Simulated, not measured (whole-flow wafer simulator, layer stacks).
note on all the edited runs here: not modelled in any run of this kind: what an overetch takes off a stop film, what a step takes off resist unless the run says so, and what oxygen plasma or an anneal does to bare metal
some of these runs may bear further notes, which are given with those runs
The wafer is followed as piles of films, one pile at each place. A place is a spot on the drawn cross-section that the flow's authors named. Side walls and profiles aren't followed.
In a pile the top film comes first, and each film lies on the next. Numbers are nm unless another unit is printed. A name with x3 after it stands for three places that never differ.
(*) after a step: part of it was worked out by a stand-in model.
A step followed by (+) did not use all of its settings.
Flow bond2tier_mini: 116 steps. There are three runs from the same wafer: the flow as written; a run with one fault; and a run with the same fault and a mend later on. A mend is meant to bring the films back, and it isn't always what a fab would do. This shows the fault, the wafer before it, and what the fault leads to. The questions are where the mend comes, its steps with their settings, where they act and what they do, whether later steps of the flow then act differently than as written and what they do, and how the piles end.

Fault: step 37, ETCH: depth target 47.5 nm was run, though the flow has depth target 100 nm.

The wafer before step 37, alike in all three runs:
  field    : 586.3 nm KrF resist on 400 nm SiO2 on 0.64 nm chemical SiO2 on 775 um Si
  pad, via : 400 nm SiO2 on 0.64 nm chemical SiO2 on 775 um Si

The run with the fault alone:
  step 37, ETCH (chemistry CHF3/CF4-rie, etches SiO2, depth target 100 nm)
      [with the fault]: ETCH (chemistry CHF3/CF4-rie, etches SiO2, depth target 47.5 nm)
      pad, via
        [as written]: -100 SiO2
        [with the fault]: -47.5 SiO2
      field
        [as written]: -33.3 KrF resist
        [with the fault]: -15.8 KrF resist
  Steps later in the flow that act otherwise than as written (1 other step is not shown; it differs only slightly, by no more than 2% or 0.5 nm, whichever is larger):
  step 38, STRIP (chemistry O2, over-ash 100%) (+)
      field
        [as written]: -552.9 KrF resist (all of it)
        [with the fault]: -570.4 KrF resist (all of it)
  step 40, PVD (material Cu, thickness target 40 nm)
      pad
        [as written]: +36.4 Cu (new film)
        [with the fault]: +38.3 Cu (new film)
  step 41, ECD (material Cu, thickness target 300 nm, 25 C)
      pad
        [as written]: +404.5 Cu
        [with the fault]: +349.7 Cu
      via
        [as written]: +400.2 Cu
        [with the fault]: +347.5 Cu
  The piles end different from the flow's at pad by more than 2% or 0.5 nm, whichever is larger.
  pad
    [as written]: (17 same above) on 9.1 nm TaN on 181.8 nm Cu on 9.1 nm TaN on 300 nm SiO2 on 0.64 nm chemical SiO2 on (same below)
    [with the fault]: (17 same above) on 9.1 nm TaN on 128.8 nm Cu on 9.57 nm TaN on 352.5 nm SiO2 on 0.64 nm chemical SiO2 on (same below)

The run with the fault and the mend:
  After step 38 comes the mend.
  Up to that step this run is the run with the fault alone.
  step 38a, COAT (KrF resist, thickness 600 nm) (*) (a further turn of the flow's step 32)
      field
        +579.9 KrF resist (new film)
      pad
        +621 KrF resist (new film)
      via
        +618.4 KrF resist (new film)
  step 38b, SOFTBAKE (KrF resist) (a further turn of the flow's step 33)
      alters no film at any place that is followed
  step 38c, EXPOSE (photomask APAD, NA 0.6) (a further turn of the flow's step 34)
      alters no film at any place that is followed
  step 38d, PEB (KrF resist) (a further turn of the flow's step 35)
      alters no film at any place that is followed
  step 38e, DEVELOP (developer TMAH-0.26N, 60 s) (a further turn of the flow's step 36)
      field
        -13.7 KrF resist
      pad
        -621 KrF resist (all of it)
      via
        -618.4 KrF resist (all of it)
  step 38f, ETCH (chemistry CHF3/CF4-rie, etches SiO2, depth target 52.5 nm) (a further turn of the flow's step 37, with different settings)
      pad, via
        -52.5 SiO2
      field
        -17.5 KrF resist
  step 38g, STRIP (chemistry O2, over-ash 100%) (+) (a further turn of the flow's step 38)
      field
        -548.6 KrF resist (all of it)
  None of the later steps of the flow acts differently than as written at any place that is followed.
  The piles end the same as the flow's at every place that both follow.
